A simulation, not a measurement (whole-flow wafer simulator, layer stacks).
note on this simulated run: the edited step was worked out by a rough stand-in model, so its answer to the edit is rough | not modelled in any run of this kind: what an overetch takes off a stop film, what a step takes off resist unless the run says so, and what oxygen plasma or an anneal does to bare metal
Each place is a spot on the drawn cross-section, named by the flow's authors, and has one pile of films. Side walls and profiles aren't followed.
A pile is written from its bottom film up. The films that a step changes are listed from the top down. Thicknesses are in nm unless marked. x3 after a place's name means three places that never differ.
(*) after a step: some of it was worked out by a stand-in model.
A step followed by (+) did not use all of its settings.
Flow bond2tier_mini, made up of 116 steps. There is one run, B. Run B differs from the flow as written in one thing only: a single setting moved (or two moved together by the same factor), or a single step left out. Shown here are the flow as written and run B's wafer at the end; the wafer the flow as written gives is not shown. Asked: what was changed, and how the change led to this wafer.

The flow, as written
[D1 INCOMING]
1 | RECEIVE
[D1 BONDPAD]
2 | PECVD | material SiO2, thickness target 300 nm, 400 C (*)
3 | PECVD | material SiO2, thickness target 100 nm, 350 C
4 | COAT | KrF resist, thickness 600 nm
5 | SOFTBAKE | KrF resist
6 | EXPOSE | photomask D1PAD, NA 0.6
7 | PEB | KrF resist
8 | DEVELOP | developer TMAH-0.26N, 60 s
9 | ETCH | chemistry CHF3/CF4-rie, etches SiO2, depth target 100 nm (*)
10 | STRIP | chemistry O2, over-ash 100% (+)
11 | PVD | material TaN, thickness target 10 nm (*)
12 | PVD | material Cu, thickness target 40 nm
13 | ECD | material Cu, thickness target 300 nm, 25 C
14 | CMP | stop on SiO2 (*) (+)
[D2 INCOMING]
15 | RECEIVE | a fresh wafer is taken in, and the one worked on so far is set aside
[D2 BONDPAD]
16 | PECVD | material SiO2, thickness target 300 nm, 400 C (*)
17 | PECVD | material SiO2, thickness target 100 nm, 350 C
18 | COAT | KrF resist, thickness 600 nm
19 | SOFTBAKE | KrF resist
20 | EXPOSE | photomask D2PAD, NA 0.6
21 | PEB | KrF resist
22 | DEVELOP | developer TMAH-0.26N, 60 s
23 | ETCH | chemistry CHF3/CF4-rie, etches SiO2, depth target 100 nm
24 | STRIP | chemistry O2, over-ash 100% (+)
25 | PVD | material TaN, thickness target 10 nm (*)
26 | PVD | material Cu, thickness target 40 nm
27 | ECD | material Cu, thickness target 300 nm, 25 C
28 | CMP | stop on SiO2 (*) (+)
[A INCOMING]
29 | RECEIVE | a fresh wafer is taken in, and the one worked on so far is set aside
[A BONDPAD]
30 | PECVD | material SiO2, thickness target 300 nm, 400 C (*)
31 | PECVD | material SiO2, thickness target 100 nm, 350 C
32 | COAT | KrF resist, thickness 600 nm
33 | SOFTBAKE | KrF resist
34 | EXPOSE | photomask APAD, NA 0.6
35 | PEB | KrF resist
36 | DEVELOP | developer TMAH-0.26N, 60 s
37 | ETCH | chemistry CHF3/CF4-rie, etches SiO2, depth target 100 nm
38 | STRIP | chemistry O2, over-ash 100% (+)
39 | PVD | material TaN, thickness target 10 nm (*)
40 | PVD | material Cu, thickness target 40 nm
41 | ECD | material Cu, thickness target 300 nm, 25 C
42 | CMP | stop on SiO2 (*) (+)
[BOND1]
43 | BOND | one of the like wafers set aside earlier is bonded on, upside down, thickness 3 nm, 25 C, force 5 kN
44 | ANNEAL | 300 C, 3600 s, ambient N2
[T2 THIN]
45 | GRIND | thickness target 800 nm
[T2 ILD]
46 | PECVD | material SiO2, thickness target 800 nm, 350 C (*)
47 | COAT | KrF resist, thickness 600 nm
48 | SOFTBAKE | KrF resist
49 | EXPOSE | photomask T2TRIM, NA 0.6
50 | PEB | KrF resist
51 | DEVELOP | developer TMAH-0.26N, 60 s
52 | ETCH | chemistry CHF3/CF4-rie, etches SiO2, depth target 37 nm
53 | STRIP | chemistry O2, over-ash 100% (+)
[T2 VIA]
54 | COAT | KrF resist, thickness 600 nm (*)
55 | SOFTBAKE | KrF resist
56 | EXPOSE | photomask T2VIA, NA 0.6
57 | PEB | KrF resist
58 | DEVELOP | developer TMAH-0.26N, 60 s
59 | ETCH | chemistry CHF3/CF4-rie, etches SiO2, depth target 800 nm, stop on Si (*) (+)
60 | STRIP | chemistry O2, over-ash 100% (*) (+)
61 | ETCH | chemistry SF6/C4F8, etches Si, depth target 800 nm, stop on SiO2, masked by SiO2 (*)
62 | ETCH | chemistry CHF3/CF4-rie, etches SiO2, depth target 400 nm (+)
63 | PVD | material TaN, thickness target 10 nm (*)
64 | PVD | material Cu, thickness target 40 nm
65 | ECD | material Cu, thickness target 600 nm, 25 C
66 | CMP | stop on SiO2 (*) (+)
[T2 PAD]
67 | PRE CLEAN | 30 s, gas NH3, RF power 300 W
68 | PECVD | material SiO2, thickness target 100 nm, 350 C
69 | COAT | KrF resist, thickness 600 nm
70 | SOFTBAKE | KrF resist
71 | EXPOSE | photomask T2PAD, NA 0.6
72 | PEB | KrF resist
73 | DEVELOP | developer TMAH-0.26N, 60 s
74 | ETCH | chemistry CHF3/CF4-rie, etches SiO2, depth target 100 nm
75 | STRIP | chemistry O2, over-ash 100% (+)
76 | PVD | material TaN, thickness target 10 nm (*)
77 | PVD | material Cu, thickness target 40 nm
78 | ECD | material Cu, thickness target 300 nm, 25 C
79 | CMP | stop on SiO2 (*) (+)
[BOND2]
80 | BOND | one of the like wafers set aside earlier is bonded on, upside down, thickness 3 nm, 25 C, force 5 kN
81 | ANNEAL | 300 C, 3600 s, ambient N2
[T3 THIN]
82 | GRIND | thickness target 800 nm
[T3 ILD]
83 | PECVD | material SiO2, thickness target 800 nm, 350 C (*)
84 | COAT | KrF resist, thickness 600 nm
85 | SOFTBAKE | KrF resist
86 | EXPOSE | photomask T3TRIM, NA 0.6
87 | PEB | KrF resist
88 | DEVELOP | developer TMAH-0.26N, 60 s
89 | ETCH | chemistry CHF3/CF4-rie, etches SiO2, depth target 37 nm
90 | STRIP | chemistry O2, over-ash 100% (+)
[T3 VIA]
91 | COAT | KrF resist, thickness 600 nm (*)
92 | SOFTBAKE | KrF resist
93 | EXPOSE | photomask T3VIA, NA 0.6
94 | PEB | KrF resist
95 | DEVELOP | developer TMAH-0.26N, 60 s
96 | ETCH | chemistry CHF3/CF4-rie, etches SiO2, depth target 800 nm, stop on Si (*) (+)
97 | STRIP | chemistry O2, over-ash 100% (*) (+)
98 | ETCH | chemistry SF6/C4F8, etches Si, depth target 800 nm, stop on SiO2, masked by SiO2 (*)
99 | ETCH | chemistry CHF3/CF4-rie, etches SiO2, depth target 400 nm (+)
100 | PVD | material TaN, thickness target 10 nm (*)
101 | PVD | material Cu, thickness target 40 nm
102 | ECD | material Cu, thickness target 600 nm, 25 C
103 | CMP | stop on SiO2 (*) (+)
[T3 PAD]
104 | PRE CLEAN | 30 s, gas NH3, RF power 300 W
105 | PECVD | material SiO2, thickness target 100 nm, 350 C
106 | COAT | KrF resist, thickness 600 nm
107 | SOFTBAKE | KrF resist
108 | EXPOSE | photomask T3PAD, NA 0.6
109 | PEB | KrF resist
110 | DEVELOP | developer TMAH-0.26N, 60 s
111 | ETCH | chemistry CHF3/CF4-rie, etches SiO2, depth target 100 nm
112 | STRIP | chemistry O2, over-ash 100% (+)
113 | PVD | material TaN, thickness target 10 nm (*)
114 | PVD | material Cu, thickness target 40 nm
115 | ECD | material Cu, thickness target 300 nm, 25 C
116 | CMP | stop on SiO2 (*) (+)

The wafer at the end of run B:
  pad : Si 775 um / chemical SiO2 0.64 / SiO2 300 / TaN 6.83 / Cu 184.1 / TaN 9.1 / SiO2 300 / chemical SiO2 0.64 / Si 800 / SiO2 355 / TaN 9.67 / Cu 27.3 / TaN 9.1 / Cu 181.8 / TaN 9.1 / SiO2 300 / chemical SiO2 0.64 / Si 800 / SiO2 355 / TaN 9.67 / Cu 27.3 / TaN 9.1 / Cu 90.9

What caused this: step 39, PVD: thickness target 7.5 nm was run, though the flow has thickness target 10 nm.

Step by step, how the change led to this:
  39 | PVD | material TaN, thickness target 10 nm (*)
      field: TaN gains 7.5 (new film) (it would be, as written: TaN gains 10 (new film))
      pad: TaN gains 6.83 (new film) (it would be, as written: TaN gains 9.1 (new film))
      (as well as at 1 more place)
  42 | CMP | stop on SiO2 (*) (+)
      field: Cu loses 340 (all of it), TaN loses 7.5 (all of it) (it would be, as written: Cu loses 340 (all of it), TaN loses 10 (all of it))
